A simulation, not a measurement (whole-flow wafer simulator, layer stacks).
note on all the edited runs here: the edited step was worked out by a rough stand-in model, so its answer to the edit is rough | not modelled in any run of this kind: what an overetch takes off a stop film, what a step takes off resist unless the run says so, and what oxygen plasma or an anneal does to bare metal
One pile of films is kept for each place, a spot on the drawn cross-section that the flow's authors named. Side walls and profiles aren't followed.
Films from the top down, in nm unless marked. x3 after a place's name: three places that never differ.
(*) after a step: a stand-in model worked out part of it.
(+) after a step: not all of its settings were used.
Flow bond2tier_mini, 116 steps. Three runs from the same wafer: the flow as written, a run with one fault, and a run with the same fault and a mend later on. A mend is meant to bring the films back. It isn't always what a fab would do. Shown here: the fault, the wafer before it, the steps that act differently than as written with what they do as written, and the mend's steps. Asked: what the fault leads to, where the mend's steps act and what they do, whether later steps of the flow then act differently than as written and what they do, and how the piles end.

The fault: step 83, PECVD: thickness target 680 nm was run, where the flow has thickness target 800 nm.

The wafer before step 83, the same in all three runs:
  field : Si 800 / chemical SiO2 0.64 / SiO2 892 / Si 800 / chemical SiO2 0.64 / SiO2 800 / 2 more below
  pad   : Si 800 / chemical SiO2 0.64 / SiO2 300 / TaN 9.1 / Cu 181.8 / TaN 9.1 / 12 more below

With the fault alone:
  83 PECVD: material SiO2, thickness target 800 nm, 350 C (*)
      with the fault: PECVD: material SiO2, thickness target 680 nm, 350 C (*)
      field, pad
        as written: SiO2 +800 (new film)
        with the fault: SiO2 +680 (new film)
  No later step of the flow acts differently than as written at any place that is followed.
  At the end the piles differ from the flow's by more than 2% or 0.5 nm, whichever is larger, at field, pad.
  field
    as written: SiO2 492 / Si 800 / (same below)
    with the fault: SiO2 372 / Si 800 / (same below)
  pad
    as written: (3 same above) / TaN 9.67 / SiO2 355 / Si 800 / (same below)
    with the fault: (3 same above) / TaN 9.67 / SiO2 235 / Si 800 / (same below)

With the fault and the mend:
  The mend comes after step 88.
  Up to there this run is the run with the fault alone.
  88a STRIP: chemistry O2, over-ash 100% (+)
      field
        KrF resist -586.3 (all of it)
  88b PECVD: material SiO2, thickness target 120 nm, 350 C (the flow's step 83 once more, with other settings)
      field, pad
        SiO2 +120
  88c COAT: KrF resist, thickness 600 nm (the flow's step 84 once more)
      field, pad
        KrF resist +600 (new film)
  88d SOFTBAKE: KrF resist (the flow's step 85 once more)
      changes no film at any place that is followed
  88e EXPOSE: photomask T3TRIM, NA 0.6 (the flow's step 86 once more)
      changes no film at any place that is followed
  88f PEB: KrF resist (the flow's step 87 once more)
      changes no film at any place that is followed
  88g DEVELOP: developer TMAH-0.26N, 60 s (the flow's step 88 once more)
      field
        KrF resist -13.7
      pad
        KrF resist -600 (all of it)
  No later step of the flow acts differently than as written at any place that is followed.
  At the end the piles are the same as the flow's at every place that both follow.
